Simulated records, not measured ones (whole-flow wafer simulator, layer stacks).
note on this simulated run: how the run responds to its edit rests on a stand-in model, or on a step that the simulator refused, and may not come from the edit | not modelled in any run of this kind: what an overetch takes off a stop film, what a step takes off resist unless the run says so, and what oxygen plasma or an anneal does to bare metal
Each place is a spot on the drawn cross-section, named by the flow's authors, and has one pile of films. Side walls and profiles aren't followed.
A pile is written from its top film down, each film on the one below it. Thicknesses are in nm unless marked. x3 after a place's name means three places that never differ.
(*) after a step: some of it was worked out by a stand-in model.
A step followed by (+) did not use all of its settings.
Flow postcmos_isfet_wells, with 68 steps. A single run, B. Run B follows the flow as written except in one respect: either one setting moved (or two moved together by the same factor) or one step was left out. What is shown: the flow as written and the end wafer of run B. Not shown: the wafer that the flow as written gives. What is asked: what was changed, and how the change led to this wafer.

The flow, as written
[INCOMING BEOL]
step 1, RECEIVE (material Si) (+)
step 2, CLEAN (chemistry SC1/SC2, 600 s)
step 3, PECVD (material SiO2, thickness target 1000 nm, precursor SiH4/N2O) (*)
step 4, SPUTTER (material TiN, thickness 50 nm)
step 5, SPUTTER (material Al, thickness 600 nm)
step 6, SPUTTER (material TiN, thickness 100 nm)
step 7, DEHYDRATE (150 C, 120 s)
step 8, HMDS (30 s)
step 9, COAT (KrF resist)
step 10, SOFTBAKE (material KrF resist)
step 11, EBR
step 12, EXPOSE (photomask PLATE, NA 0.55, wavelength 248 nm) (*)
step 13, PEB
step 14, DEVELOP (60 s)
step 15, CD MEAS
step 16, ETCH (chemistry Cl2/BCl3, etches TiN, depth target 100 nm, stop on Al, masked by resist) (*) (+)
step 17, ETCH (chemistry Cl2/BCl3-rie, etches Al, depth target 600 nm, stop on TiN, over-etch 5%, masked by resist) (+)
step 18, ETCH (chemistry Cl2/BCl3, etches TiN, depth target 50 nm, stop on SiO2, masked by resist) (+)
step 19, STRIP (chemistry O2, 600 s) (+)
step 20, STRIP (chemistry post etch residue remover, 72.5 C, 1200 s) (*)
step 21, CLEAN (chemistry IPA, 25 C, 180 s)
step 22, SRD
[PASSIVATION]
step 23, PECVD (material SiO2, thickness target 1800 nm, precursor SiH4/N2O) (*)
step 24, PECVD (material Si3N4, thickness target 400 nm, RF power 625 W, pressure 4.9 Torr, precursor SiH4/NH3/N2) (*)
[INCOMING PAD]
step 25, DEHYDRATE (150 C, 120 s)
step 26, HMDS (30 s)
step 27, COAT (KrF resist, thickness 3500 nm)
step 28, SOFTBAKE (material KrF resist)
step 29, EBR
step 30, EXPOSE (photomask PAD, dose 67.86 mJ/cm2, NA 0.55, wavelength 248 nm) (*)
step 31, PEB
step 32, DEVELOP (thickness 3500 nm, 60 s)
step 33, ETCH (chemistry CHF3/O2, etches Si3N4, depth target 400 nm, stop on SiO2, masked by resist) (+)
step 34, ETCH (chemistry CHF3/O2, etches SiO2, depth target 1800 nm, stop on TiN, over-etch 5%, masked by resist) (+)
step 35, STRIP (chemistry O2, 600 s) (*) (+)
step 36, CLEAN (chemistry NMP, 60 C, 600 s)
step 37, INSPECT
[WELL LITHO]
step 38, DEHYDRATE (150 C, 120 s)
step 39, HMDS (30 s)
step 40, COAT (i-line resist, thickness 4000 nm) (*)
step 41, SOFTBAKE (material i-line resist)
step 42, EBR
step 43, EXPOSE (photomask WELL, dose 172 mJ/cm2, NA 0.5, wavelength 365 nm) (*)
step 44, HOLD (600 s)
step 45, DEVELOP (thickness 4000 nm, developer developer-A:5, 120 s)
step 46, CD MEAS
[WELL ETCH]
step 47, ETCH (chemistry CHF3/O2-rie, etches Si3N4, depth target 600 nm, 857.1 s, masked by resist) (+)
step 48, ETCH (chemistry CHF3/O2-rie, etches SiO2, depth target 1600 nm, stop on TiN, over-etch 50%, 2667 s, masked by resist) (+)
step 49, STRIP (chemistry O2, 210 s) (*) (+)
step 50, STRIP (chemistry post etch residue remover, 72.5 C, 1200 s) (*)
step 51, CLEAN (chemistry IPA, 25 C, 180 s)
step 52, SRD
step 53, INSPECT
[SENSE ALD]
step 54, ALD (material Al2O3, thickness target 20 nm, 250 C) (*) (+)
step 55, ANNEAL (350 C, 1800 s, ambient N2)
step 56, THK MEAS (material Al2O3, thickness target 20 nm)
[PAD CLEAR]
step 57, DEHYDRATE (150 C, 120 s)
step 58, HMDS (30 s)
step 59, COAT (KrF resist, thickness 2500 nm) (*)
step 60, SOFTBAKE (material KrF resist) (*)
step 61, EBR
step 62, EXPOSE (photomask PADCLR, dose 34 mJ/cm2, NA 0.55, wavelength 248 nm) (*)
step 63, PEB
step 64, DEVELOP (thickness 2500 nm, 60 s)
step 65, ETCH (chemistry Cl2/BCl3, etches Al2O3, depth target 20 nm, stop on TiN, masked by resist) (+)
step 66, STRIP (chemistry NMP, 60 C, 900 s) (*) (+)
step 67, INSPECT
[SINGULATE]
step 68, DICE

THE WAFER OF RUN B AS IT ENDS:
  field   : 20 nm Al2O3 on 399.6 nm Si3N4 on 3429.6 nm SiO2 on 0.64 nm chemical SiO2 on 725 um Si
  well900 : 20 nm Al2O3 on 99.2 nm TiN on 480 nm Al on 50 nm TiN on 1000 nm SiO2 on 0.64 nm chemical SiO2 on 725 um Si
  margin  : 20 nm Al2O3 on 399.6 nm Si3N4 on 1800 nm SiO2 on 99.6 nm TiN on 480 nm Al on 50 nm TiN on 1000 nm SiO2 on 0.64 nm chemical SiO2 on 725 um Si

Cause: step 5, SPUTTER: thickness 480 nm was run, whereas the flow has thickness 600 nm.
The wafer itself shows it: well900 has Al 480, and step 5 as written asks for 600 nm.

How this came from the change, step by step:
  step 5, SPUTTER (material Al, thickness 600 nm)
      field, margin, well900 and 6 more: Al gains 480 (new film) (it would be, as written: Al gains 600 (new film))
  step 17, ETCH (chemistry Cl2/BCl3-rie, etches Al, depth target 600 nm, stop on TiN, over-etch 5%, masked by resist) (+)
      margin, well900, well1300, well2000, well3000, pad_rim, pad_clr, pad_open: KrF resist loses 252 (it would be, as written: KrF resist loses 300)
      field: Al loses 480 (all of it) (it would be, as written: Al loses 600 (all of it))
  step 19, STRIP (chemistry O2, 600 s) (+)
      margin, well900, well1300, well2000, well3000, pad_rim, pad_clr, pad_open: KrF resist loses 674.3 (all of it) (it would be, as written: KrF resist loses 626.3 (all of it))
  step 23, PECVD (material SiO2, thickness target 1800 nm, precursor SiH4/N2O) (*)
      field: SiO2 gains 2429.6 (it would be, as written: SiO2 gains 1800 (new film), void gains 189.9 (new film), SiO2 gains 559.7)
